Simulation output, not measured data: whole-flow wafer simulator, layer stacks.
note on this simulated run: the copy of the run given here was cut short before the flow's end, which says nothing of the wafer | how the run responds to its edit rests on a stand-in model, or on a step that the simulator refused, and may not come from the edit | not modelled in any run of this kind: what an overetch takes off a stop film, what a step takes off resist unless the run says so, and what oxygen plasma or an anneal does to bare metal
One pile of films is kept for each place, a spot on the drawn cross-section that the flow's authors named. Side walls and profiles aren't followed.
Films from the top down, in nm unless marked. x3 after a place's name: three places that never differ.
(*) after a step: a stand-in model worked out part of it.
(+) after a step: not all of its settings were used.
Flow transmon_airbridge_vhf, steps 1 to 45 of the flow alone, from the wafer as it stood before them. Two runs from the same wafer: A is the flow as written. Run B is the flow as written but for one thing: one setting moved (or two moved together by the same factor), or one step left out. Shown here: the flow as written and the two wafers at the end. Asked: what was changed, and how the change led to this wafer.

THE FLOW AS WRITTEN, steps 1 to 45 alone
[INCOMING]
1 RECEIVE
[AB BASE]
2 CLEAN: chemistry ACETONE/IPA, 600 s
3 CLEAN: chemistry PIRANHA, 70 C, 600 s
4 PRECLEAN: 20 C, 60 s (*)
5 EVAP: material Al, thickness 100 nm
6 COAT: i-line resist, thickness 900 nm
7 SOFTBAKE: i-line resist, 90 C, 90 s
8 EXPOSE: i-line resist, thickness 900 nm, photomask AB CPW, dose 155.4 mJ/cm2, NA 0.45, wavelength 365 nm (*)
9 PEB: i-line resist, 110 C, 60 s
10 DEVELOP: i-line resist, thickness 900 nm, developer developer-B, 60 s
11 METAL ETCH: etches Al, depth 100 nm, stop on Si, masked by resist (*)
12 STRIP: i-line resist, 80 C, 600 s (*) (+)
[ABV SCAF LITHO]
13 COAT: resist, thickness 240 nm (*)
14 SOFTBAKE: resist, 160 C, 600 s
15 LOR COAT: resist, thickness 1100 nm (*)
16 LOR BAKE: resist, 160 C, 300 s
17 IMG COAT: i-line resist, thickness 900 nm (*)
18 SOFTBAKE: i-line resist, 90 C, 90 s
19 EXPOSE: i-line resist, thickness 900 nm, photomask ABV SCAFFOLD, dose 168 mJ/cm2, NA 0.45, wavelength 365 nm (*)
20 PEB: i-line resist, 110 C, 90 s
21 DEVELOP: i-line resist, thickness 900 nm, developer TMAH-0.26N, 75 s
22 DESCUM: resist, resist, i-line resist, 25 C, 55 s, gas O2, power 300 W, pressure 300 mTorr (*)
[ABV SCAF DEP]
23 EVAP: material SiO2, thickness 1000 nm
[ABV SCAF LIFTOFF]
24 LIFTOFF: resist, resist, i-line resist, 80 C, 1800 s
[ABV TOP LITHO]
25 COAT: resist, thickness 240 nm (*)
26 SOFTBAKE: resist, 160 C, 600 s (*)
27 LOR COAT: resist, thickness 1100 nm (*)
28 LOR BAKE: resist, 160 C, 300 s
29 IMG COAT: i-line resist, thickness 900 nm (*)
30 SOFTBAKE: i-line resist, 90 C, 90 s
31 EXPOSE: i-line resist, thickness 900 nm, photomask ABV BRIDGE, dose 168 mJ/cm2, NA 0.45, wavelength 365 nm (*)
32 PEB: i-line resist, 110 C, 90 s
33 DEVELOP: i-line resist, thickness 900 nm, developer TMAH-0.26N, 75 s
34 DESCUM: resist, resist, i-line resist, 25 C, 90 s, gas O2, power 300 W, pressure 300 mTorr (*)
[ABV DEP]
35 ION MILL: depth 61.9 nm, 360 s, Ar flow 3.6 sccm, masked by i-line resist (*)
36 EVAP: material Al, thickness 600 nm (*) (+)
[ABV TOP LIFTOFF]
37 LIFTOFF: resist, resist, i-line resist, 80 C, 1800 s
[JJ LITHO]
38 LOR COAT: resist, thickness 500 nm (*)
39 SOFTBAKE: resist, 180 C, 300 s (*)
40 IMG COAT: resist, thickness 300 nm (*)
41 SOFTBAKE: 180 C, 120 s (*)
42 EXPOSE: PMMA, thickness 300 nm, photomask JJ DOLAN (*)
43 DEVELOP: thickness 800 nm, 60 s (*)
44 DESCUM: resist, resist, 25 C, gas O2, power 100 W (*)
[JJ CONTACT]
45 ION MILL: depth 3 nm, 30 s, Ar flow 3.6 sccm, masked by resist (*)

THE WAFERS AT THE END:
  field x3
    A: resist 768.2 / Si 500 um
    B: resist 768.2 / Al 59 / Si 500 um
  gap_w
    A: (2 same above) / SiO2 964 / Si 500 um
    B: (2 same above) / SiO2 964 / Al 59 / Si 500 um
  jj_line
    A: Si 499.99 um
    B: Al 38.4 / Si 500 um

The cause: step 5, EVAP: thickness 159 nm was run, where the flow has thickness 100 nm.

How the change led to this, step by step:
  5 EVAP: material Al, thickness 100 nm
      field x3, jj_line, ground_far and 12 more: A Al +100 (new film) | B Al +159 (new film)
  11 METAL ETCH: etches Al, depth 100 nm, stop on Si, masked by resist (*)
      field x3, jj_line, gap_w, gap_e: A Al -100 (all of it) | B Al -100
  45 ION MILL: depth 3 nm, 30 s, Ar flow 3.6 sccm, masked by resist (*)
      jj_line: A Si -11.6 | B Al -20.6
Counting metal films that touch as one body, field x3 has 1 body; the flow as written gives 0 bodies.
Counting metal films that touch as one body, gap_w has 2 bodies (between them, from the top down: SiO2 964); the flow as written gives 1 body.
Counting metal films that touch as one body, jj_line has 1 body; the flow as written gives 0 bodies.
